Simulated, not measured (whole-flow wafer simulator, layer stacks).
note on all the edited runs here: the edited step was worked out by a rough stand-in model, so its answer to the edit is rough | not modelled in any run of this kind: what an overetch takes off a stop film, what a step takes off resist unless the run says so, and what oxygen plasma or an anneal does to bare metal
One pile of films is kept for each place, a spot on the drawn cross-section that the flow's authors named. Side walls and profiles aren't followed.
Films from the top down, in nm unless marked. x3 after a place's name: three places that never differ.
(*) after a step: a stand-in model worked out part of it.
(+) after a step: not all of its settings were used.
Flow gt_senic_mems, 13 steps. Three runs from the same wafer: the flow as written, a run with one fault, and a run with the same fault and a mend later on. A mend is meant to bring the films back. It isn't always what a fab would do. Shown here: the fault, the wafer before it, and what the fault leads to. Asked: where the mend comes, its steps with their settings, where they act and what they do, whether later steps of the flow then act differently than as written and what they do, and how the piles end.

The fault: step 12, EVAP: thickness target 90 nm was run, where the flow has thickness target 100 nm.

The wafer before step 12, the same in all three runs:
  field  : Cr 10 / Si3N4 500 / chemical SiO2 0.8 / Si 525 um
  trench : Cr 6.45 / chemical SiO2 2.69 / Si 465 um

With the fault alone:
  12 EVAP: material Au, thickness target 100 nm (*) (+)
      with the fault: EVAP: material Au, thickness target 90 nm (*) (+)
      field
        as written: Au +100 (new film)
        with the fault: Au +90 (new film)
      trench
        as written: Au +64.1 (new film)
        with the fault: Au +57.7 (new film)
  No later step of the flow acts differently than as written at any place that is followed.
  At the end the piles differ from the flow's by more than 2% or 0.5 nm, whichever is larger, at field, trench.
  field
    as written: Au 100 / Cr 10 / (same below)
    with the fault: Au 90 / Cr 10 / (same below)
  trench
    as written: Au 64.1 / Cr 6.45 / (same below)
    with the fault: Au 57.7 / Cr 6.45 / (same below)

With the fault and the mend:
  The mend comes after step 13.
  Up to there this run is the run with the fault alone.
  13a EVAP: material Au, thickness target 10 nm (*) (+) (the flow's step 12 once more, with other settings)
      field
        Au +10
      trench
        Au +6.45
  No later step of the flow acts differently than as written at any place that is followed.
  At the end the piles differ from the flow's only slightly at the places that both follow, by at most 2% or 0.5 nm, whichever is larger.
